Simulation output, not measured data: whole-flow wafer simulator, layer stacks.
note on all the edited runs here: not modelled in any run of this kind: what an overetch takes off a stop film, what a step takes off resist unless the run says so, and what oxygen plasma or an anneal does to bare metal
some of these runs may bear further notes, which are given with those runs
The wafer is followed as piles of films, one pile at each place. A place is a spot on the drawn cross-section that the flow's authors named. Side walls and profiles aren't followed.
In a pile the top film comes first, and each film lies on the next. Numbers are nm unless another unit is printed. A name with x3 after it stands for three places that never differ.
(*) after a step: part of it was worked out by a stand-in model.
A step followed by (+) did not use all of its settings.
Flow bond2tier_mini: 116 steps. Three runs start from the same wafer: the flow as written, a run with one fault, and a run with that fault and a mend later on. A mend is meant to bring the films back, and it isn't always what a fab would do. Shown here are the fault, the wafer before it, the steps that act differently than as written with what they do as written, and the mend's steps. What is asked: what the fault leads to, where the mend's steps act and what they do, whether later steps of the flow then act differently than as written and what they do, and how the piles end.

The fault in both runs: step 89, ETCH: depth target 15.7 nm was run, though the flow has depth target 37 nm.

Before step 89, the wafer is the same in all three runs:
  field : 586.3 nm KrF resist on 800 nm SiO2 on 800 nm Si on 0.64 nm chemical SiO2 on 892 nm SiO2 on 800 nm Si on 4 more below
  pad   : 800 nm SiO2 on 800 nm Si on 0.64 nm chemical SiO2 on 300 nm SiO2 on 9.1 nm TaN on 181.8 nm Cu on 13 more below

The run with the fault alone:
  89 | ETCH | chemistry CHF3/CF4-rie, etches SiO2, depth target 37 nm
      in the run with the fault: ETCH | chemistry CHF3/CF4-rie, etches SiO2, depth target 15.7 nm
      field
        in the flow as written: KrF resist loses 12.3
        in the run with the fault: KrF resist loses 5.23
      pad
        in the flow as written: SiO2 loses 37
        in the run with the fault: SiO2 loses 15.7
  Steps further on in the flow that do not act as written (3 more steps, not shown, differ only slightly: by at most 2% or 0.5 nm, whichever is larger):
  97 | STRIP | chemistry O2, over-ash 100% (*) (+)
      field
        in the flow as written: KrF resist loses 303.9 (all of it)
        in the run with the fault: KrF resist loses 312.9 (all of it)
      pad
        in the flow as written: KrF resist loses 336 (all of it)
        in the run with the fault: KrF resist loses 326.5 (all of it)
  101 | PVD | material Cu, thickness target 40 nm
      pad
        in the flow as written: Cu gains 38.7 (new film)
        in the run with the fault: Cu gains 39.5 (new film)
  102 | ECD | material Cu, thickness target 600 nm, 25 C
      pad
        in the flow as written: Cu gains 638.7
        in the run with the fault: Cu gains 616.4
  The piles end different from the flow's at pad by more than 2% or 0.5 nm, whichever is larger.
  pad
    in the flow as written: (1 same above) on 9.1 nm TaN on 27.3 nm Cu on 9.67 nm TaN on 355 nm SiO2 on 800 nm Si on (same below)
    in the run with the fault: (1 same above) on 9.1 nm TaN on 5.83 nm Cu on 9.87 nm TaN on 376.3 nm SiO2 on 800 nm Si on (same below)

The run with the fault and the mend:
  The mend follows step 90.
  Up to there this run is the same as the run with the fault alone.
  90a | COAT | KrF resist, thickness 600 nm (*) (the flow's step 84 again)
      field
        KrF resist gains 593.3 (new film)
      pad
        KrF resist gains 606.9 (new film)
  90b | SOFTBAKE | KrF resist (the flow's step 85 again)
      alters no film at any place that is followed
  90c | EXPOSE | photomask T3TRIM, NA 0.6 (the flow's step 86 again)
      alters no film at any place that is followed
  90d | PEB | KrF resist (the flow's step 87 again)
      alters no film at any place that is followed
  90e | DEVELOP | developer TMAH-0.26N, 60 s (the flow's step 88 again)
      field
        KrF resist loses 13.7
      pad
        KrF resist loses 606.9 (all of it)
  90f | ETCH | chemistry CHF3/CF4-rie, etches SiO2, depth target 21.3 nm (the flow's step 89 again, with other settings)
      field
        KrF resist loses 7.1
      pad
        SiO2 loses 21.3
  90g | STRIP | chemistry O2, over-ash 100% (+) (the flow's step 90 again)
      field
        KrF resist loses 572.5 (all of it)
  Every later step of the flow that is run acts as written at every place that is followed.
  By the end, the piles equal the flow's at every place that both follow.
